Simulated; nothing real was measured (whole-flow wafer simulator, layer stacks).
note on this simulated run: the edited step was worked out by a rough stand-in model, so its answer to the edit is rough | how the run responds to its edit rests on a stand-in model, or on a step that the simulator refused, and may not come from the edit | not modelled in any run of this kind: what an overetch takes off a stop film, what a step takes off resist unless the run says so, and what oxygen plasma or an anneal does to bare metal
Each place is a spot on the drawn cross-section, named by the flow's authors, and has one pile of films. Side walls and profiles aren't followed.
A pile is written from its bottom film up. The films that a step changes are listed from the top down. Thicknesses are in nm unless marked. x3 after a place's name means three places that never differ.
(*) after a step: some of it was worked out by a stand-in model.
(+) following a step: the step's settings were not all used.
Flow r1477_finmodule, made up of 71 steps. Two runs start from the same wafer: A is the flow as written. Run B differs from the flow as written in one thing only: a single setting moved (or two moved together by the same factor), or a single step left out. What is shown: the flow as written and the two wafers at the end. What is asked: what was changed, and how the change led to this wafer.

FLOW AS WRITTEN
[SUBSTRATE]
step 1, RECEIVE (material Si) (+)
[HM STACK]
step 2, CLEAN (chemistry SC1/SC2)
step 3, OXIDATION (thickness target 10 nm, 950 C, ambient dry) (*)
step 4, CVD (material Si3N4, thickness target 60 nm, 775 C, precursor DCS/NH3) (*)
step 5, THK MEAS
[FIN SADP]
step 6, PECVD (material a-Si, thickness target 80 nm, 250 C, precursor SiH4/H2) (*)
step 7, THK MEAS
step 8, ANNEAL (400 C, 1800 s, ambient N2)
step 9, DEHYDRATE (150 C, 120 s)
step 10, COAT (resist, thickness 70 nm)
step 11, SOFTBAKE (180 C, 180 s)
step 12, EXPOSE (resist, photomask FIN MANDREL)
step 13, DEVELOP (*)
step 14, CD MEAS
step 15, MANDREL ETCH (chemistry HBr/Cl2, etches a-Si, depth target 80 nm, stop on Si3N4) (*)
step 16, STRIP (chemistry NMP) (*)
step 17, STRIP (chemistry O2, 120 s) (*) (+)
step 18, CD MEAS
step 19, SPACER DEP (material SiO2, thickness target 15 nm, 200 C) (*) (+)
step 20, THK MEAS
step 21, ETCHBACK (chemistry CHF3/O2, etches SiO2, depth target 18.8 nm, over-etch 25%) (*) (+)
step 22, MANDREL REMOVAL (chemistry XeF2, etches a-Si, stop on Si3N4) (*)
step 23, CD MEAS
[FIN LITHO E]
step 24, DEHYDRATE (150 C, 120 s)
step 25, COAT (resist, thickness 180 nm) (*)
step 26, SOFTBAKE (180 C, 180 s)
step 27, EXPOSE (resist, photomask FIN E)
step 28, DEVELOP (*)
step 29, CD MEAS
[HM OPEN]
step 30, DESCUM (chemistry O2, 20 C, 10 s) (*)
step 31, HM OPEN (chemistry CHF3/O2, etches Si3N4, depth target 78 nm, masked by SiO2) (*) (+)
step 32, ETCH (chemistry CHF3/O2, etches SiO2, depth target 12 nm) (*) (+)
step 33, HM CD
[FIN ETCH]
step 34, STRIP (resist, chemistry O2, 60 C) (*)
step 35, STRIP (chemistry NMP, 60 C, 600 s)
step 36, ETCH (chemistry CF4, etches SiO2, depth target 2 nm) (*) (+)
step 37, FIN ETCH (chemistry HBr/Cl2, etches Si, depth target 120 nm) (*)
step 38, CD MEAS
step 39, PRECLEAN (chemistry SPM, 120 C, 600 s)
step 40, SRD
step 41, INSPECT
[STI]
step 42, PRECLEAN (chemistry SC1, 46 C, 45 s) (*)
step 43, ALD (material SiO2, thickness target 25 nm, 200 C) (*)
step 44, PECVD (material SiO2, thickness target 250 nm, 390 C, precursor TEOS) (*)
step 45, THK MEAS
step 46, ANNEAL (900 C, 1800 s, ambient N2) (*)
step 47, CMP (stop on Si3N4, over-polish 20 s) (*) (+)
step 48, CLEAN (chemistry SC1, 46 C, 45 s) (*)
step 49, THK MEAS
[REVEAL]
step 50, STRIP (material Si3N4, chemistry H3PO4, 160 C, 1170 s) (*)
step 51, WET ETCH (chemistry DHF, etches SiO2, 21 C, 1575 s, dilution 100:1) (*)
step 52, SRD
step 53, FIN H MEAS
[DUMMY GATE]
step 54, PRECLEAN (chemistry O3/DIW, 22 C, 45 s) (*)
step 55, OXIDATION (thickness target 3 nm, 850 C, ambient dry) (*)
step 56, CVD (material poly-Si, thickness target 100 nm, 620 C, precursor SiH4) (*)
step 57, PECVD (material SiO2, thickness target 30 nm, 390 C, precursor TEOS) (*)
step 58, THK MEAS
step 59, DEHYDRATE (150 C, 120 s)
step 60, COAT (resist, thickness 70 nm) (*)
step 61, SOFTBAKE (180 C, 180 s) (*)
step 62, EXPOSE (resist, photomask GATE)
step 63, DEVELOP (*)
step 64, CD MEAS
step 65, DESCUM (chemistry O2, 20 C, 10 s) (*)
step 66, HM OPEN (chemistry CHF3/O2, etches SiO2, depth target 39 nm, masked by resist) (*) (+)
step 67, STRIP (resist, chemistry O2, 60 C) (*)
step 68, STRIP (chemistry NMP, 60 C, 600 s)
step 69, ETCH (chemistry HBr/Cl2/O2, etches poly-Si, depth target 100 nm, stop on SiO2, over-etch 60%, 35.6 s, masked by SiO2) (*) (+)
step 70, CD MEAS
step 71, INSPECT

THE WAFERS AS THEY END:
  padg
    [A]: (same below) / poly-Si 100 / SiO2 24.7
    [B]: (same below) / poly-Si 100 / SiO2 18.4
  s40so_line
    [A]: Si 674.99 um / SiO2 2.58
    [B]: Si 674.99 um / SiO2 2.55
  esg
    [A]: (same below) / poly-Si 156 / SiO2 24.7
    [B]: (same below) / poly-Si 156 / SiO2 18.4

Cause: step 57, PECVD: thickness target 23.7 nm was run, though the flow has thickness target 30 nm.

The path from the change to this, step by step:
  step 57, PECVD (material SiO2, thickness target 30 nm, 390 C, precursor TEOS) (*)
      pad, padg, elg and 33 more: A SiO2 gains 30 (new film) | B SiO2 gains 23.7 (new film)
  step 66, HM OPEN (chemistry CHF3/O2, etches SiO2, depth target 39 nm, masked by resist) (*) (+)
      pad, elo, eso and 15 more: A SiO2 loses 30 (all of it), poly-Si loses 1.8 | B SiO2 loses 23.7 (all of it), poly-Si loses 2.37
      padg, elg, esg and 15 more: A resist loses 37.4 | B resist loses 34.1
  step 67, STRIP (resist, chemistry O2, 60 C) (*)
      padg, elg, esg: A resist loses 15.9 (all of it) | B resist loses 19.2 (all of it)
      e40lg, e100lg, e200lg: A resist loses 12.8 (all of it) | B resist loses 16.1 (all of it)
      (as well as at 12 more places)
